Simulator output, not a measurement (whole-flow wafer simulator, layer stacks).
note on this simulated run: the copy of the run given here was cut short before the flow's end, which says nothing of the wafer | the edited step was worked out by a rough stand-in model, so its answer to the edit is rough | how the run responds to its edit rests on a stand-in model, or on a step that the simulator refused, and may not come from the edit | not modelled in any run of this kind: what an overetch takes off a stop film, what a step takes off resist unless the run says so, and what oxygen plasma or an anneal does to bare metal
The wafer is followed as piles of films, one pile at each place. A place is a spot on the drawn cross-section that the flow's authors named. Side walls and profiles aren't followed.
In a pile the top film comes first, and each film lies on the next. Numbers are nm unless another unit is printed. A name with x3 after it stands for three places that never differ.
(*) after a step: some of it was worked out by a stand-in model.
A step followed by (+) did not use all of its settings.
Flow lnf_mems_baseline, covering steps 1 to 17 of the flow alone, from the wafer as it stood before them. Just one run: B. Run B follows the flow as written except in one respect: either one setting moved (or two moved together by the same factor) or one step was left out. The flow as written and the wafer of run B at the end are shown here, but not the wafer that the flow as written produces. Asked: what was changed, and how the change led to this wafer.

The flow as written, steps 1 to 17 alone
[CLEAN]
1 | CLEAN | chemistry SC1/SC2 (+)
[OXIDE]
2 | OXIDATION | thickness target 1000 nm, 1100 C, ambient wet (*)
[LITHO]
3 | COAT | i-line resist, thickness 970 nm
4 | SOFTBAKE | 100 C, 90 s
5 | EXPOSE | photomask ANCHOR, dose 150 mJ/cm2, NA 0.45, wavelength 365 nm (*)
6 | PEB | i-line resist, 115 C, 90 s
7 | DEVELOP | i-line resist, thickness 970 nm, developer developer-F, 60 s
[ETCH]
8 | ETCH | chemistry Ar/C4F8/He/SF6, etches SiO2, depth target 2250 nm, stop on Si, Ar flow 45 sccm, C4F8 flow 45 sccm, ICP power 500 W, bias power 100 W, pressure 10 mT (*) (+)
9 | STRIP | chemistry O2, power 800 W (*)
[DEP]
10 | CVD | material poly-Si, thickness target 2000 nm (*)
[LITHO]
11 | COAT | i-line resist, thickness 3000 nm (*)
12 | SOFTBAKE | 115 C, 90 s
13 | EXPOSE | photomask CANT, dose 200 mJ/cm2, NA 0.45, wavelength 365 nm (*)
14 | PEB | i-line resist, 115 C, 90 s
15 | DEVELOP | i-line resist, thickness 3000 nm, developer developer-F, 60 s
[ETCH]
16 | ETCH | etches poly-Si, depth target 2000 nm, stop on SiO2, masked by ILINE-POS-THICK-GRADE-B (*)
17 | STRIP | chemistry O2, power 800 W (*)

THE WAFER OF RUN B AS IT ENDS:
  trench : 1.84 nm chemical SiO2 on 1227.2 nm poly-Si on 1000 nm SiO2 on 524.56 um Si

What caused this: step 16, ETCH: depth target 772 nm was run, whereas the flow has depth target 2000 nm.

The path from the change to this, step by step:
  16 | ETCH | etches poly-Si, depth target 2000 nm, stop on SiO2, masked by ILINE-POS-THICK-GRADE-B (*)
      trench, char_slit: poly-Si loses 772 (as written it would have been: poly-Si loses 2000 (all of it))
      field, anchor, beam: i-line resist loses 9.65 (as written it would have been: i-line resist loses 25)
  17 | STRIP | chemistry O2, power 800 W (*)
      trench, char_slit: chemical SiO2 gains 1.84 (new film), poly-Si loses 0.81 (as written it would have been: nothing)
